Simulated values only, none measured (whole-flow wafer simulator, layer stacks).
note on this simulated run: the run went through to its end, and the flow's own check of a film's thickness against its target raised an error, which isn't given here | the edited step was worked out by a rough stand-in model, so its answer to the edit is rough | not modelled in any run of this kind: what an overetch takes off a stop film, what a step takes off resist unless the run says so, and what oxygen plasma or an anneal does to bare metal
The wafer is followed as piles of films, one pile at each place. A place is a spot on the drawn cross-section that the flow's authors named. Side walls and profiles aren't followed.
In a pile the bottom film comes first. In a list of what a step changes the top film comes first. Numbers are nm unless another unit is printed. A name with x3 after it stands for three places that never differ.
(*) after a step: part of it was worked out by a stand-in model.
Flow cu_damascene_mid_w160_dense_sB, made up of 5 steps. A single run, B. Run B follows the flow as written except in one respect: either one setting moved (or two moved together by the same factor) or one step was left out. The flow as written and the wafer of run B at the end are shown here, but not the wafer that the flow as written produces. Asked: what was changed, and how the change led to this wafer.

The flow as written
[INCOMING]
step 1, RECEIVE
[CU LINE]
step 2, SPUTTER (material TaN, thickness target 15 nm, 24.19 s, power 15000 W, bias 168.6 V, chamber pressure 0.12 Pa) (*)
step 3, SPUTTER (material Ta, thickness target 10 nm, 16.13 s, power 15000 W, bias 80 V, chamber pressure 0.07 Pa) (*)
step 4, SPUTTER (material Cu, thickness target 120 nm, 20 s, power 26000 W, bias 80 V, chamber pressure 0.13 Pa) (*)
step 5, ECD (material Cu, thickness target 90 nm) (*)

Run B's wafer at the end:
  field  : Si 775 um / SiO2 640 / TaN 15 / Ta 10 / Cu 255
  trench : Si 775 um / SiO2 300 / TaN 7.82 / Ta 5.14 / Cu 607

Cause: step 4, SPUTTER: thickness target 165 nm was run, though the flow has thickness target 120 nm; step 4, SPUTTER: 27.5 s was run, where the flow has 20 s.

How this came from the change, step by step:
  step 4, SPUTTER (material Cu, thickness target 120 nm, 20 s, power 26000 W, bias 80 V, chamber pressure 0.13 Pa) (*)
      field: Cu gains 165 (new film) (as written it would have been: Cu gains 120 (new film))
      trench: Cu gains 85.3 (new film) (as written it would have been: Cu gains 62 (new film))
  step 5, ECD (material Cu, thickness target 90 nm) (*)
      trench: Cu gains 521.8 (as written it would have been: Cu gains 500)
